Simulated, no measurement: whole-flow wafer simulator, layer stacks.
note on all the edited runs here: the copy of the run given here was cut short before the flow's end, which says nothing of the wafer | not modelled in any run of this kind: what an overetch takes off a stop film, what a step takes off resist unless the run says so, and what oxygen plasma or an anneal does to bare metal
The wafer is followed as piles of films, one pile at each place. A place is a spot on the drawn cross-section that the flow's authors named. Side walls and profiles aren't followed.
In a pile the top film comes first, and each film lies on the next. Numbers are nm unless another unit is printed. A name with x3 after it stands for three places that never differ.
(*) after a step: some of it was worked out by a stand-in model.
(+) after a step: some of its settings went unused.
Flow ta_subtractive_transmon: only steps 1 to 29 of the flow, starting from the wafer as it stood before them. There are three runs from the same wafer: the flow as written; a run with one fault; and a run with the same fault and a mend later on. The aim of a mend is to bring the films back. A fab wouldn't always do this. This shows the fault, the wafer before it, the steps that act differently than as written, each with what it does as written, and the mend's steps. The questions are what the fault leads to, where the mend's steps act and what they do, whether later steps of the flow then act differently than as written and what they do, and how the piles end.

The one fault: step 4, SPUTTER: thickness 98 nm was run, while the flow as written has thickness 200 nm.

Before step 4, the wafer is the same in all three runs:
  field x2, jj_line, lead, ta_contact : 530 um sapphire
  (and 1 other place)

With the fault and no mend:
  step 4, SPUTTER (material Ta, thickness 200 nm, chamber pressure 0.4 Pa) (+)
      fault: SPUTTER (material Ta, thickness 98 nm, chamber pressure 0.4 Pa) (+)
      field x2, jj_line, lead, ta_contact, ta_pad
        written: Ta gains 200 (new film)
        fault: Ta gains 98 (new film)
  Steps later in the flow that act otherwise than as written:
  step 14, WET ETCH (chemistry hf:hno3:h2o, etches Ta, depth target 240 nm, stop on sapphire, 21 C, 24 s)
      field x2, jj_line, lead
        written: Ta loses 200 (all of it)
        fault: Ta loses 98 (all of it)
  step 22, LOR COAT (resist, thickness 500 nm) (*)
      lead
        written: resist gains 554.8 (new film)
        fault: resist gains 527.8 (new film)
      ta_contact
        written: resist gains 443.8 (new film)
        fault: resist gains 471.2 (new film)
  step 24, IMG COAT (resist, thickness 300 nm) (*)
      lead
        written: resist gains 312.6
        fault: resist gains 306.1
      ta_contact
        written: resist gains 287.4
        fault: resist gains 294
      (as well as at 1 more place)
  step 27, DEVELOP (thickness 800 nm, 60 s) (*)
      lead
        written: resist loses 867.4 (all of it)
        fault: resist loses 833.9 (all of it)
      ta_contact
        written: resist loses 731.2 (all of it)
        fault: resist loses 765.2 (all of it)
  By the end, the piles at ta_contact, ta_pad depart from the flow's by more than 2% or 0.5 nm, whichever is larger.
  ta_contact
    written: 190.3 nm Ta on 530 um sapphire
    fault: 88.3 nm Ta on 530 um sapphire
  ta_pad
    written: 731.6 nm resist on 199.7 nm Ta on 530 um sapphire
    fault: 748.3 nm resist on 97.7 nm Ta on 530 um sapphire

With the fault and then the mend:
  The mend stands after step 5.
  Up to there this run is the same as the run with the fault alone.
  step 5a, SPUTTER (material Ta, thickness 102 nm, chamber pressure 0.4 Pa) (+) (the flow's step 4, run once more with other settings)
      field x2, jj_line, lead, ta_contact, ta_pad
        Ta gains 102
  None of the later steps of the flow acts differently than as written at any place that is followed.
  By the end, the piles equal the flow's at every place that both follow.
